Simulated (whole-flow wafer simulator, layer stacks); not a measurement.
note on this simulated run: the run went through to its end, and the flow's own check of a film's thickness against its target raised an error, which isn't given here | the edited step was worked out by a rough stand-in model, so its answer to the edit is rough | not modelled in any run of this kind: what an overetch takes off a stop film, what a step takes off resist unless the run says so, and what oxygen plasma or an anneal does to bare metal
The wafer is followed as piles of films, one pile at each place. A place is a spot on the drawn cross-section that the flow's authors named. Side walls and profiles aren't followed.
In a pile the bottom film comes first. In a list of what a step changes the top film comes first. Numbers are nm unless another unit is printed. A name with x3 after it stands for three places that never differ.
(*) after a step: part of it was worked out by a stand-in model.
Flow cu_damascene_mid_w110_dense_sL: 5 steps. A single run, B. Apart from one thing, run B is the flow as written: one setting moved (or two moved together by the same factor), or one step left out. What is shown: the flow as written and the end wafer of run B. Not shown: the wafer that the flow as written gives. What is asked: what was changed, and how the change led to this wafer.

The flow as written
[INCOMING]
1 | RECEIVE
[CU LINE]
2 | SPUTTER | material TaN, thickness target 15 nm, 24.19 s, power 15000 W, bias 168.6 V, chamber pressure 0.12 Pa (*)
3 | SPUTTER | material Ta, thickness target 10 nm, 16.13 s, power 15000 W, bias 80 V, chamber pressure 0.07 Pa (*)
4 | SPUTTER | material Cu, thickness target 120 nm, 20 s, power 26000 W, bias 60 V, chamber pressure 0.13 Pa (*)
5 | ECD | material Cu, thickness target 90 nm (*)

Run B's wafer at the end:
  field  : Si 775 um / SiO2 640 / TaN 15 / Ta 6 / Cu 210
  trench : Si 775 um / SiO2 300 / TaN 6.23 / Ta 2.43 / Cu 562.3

What caused this: step 3, SPUTTER: thickness target 6 nm was run, though the flow has thickness target 10 nm; step 3, SPUTTER: 9.68 s was run, where the flow has 16.13 s.
One can read it off the wafer: field has Ta 6, and step 3 as written asks for 10 nm.

How this came from the change, step by step:
  3 | SPUTTER | material Ta, thickness target 10 nm, 16.13 s, power 15000 W, bias 80 V, chamber pressure 0.07 Pa (*)
      field: +6 Ta (new film) (as written it would have been: +10 Ta (new film))
      trench: +2.43 Ta (new film) (as written it would have been: +4.05 Ta (new film))
